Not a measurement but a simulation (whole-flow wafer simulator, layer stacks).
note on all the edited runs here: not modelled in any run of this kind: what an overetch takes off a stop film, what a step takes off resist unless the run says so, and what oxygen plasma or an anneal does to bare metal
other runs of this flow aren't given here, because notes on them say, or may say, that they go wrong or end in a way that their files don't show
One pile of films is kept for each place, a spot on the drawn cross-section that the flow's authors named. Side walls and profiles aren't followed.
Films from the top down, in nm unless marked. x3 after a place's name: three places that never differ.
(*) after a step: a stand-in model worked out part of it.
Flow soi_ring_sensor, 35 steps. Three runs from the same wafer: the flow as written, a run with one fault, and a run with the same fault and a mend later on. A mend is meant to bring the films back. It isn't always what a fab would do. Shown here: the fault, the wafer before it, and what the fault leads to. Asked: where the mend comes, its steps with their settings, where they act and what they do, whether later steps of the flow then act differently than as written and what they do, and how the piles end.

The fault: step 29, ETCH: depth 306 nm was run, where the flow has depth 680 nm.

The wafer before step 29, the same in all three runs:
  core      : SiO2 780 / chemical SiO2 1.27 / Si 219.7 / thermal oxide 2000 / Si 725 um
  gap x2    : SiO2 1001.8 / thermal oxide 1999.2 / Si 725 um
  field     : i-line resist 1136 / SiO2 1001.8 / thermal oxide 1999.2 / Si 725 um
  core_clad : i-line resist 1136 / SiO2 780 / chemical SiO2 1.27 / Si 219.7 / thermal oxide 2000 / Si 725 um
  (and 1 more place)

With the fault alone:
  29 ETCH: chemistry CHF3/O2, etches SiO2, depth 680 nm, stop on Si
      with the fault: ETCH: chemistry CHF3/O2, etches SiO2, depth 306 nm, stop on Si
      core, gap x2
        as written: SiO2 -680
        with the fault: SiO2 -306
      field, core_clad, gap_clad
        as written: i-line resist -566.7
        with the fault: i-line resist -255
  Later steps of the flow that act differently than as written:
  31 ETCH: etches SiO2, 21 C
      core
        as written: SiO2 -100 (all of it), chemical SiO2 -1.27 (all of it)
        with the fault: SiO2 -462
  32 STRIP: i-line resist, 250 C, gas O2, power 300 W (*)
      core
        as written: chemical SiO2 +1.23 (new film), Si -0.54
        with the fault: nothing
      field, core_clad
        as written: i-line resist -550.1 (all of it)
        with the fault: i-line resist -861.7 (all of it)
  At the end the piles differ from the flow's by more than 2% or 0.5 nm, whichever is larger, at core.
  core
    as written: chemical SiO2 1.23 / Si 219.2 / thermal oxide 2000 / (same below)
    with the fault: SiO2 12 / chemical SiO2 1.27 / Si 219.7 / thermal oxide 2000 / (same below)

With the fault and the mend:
  The mend comes after step 29.
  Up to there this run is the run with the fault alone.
  29a ETCH: chemistry CHF3/O2, etches SiO2, depth 374 nm, stop on Si (the flow's step 29 once more, with other settings)
      core, gap x2
        SiO2 -374
      field, core_clad, gap_clad
        i-line resist -311.7
  No later step of the flow acts differently than as written at any place that is followed.
  At the end the piles are the same as the flow's at every place that both follow.
